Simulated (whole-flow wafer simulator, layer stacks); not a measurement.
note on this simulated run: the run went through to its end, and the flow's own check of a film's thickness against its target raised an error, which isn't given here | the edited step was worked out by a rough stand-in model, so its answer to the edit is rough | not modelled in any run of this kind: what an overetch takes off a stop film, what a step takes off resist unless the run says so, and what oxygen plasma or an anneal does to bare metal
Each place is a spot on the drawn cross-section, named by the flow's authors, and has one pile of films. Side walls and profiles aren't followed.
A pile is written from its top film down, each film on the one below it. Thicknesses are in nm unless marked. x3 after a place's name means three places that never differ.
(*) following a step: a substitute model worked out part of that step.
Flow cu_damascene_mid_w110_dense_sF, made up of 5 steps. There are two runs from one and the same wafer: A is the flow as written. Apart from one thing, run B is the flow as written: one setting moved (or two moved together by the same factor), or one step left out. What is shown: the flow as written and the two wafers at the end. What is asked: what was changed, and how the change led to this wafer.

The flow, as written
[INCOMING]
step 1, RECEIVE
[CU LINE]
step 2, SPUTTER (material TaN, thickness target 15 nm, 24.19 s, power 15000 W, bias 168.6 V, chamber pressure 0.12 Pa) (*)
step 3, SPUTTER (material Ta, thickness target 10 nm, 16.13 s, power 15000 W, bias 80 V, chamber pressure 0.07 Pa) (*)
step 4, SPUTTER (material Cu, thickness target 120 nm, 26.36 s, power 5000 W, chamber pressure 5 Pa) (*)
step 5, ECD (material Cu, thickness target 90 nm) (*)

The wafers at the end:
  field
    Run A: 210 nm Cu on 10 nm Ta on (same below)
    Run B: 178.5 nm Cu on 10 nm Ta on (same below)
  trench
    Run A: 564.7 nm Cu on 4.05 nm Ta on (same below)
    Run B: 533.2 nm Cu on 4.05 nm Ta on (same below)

Cause: step 5, ECD: thickness target 58.5 nm was run, whereas the flow has thickness target 90 nm.

Step by step, how the change led to this:
  step 5, ECD (material Cu, thickness target 90 nm) (*)
      field: A Cu gains 90 | B Cu gains 58.5
      trench: A Cu gains 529 | B Cu gains 497.5
